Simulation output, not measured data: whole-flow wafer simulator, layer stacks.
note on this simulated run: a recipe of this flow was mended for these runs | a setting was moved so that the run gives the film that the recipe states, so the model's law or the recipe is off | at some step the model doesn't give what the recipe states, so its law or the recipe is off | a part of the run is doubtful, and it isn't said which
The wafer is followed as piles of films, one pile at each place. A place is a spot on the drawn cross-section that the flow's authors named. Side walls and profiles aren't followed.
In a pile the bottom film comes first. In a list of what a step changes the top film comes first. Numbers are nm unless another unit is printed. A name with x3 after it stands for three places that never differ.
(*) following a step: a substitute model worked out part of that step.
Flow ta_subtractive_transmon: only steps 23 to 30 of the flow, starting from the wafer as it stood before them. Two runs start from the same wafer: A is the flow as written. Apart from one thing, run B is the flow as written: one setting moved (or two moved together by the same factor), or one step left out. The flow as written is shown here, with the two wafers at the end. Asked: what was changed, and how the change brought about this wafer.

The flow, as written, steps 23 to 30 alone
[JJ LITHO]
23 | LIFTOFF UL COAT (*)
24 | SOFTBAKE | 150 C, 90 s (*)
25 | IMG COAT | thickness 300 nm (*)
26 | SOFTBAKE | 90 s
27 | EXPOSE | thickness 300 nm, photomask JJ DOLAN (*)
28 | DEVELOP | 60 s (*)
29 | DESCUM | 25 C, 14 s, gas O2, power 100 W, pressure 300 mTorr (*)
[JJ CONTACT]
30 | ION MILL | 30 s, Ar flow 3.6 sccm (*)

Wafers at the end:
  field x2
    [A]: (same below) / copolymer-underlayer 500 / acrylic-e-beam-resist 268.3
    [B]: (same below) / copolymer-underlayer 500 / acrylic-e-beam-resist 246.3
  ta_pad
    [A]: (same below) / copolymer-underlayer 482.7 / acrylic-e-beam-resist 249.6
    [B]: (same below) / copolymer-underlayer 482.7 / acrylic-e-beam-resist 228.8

What caused this: step 25, IMG COAT: thickness 278 nm was run, whereas the flow has thickness 300 nm; step 27, EXPOSE: thickness 278 nm was run, where the flow has thickness 300 nm.

How this came from the change, step by step:
  25 | IMG COAT | thickness 300 nm (*)
      field x2, jj_line: A +300 acrylic-e-beam-resist (new film) | B +278 acrylic-e-beam-resist (new film)
      lead: A +312.5 acrylic-e-beam-resist (new film) | B +289.9 acrylic-e-beam-resist (new film)
      (and at 2 other places as well)
  28 | DEVELOP | 60 s (*)
      jj_line: A -300 acrylic-e-beam-resist (all of it), -500 copolymer-underlayer (all of it) | B -278 acrylic-e-beam-resist (all of it), -500 copolymer-underlayer (all of it)
      lead: A -312.5 acrylic-e-beam-resist (all of it), -554.7 copolymer-underlayer (all of it) | B -289.9 acrylic-e-beam-resist (all of it), -554.7 copolymer-underlayer (all of it)
      (and at 1 other place as well)
